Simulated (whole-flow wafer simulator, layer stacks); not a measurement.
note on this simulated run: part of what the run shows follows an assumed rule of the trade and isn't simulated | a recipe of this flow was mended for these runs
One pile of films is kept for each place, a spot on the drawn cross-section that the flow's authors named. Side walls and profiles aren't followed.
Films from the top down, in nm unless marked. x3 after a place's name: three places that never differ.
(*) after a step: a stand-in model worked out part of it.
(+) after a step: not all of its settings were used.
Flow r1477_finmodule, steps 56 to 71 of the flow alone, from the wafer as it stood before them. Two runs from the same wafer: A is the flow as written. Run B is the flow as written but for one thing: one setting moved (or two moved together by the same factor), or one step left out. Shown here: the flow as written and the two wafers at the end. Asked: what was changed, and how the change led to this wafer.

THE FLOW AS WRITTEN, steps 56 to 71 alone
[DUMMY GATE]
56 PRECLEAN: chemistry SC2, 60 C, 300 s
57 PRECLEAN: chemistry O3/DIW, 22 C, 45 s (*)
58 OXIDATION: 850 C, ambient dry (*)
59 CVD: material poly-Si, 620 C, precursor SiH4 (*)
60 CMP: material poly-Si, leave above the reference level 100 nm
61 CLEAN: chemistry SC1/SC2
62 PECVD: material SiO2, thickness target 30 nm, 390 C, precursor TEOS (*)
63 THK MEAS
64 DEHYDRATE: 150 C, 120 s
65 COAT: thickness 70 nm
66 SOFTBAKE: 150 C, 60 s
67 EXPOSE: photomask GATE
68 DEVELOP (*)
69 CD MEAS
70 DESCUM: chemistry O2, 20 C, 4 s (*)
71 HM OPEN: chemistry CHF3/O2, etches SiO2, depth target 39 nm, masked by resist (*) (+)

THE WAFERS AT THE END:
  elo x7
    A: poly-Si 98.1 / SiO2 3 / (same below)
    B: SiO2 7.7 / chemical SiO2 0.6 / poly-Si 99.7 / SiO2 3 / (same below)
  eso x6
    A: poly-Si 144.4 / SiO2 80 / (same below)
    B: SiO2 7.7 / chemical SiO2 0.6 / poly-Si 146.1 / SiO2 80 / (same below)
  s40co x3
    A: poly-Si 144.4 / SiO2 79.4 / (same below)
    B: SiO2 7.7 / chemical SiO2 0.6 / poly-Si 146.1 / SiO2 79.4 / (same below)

The cause: step 71, HM OPEN: depth target 22.3 nm was run, where the flow has depth target 39 nm.

How the change led to this, step by step:
  71 HM OPEN: chemistry CHF3/O2, etches SiO2, depth target 39 nm, masked by resist (*) (+)
      pad, elo x7, eso x6, e200so, s40co x3: A SiO2 -30 (all of it), chemical SiO2 -0.6 (all of it), poly-Si -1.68 | B SiO2 -22.3
      padg, elg x7, esg x6, e200sg, s40cg x3: A e-beam-resist -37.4 | B e-beam-resist -21.4
